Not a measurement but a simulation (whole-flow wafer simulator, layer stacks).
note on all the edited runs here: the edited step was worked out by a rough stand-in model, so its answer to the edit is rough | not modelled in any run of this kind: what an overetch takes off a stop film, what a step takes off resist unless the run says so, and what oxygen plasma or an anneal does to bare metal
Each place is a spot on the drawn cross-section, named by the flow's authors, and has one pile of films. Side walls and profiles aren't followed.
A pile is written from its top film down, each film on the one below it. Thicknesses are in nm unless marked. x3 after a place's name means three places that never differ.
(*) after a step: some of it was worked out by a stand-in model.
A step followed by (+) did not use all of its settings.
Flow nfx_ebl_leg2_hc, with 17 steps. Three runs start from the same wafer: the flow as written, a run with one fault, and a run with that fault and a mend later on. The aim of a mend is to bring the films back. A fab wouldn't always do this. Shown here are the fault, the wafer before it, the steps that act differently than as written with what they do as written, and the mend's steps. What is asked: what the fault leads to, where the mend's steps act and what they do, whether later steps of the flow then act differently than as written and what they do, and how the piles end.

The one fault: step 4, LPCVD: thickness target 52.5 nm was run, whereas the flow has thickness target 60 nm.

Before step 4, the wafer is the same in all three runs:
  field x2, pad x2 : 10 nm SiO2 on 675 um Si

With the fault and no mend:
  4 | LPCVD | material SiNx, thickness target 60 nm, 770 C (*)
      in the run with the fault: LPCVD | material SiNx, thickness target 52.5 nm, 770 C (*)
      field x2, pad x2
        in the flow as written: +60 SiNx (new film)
        in the run with the fault: +52.5 SiNx (new film)
  Later steps of the flow acting differently than as written:
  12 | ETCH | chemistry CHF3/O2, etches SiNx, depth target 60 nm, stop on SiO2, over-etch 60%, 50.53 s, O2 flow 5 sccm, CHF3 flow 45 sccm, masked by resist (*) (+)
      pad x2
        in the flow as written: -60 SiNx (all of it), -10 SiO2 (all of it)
        in the run with the fault: -52.5 SiNx (all of it), -10 SiO2 (all of it)
  At field x2, the piles at the end differ from the flow's by more than 2% or 0.5 nm, whichever is larger.
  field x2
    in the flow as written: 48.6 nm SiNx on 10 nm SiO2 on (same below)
    in the run with the fault: 41.1 nm SiNx on 10 nm SiO2 on (same below)

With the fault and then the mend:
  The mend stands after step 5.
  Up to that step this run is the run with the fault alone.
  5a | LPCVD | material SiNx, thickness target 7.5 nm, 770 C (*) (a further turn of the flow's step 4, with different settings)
      field x2, pad x2
        +7.5 SiNx
  None of the later steps of the flow acts differently than as written at any place that is followed.
  The piles end the same as the flow's at every place that both follow.
